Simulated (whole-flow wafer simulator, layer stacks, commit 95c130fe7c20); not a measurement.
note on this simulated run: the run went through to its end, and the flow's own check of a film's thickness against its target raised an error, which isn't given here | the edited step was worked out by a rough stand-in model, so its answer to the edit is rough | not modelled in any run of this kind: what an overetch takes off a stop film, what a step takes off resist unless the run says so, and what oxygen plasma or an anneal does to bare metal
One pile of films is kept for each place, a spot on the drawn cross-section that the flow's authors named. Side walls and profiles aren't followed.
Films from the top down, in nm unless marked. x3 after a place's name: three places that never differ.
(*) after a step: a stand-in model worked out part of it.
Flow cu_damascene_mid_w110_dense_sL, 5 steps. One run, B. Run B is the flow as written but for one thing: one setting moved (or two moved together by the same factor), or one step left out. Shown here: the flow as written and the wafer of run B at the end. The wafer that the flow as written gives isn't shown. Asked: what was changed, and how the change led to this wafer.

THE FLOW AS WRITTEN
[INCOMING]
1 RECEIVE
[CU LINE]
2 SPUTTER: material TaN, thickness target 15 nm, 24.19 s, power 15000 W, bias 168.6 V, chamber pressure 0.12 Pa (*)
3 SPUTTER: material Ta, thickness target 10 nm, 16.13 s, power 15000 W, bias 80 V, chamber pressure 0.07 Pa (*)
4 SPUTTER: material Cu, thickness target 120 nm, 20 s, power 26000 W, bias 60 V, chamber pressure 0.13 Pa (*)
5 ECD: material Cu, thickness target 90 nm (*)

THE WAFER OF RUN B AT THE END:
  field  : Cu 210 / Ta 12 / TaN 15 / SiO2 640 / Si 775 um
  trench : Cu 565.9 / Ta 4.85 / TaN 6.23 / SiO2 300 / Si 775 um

The cause: step 3, SPUTTER: thickness target 12 nm was run, where the flow has thickness target 10 nm; step 3, SPUTTER: 19.36 s was run, where the flow has 16.13 s.
It can be read off the wafer: field has Ta 12, and step 3 as written asks for 10 nm.

How the change led to this, step by step:
  3 SPUTTER: material Ta, thickness target 10 nm, 16.13 s, power 15000 W, bias 80 V, chamber pressure 0.07 Pa (*)
      field: Ta +12 (new film) (as written it would be: Ta +10 (new film))
      trench: Ta +4.85 (new film) (as written it would be: Ta +4.05 (new film))
